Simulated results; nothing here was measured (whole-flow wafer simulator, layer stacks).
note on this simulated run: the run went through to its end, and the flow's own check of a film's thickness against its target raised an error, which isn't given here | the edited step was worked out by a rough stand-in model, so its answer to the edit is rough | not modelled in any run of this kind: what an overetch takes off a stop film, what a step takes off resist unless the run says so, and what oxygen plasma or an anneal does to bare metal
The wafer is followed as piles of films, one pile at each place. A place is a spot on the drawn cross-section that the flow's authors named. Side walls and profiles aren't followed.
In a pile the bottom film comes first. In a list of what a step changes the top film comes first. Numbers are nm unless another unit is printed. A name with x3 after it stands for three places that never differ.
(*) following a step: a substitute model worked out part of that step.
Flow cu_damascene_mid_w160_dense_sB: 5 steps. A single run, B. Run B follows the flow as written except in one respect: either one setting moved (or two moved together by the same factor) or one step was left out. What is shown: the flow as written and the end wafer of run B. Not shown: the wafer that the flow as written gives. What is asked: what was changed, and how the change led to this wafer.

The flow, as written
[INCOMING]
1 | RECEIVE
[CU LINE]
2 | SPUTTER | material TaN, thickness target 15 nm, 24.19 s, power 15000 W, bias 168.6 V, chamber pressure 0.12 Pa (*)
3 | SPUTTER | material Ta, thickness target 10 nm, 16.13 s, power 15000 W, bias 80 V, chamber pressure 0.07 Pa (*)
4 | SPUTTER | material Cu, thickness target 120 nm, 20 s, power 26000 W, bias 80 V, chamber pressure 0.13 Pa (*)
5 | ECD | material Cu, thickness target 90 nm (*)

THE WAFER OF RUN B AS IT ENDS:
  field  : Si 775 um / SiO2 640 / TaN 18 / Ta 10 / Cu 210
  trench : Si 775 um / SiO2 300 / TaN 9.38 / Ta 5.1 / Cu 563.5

The reason: step 2, SPUTTER: 29.03 s was run, though the flow has 24.19 s.

How this came from the change, step by step:
  2 | SPUTTER | material TaN, thickness target 15 nm, 24.19 s, power 15000 W, bias 168.6 V, chamber pressure 0.12 Pa (*)
      field: TaN gains 18 (new film) (as written it would have been: TaN gains 15 (new film))
      trench: TaN gains 9.38 (new film) (as written it would have been: TaN gains 7.82 (new film))
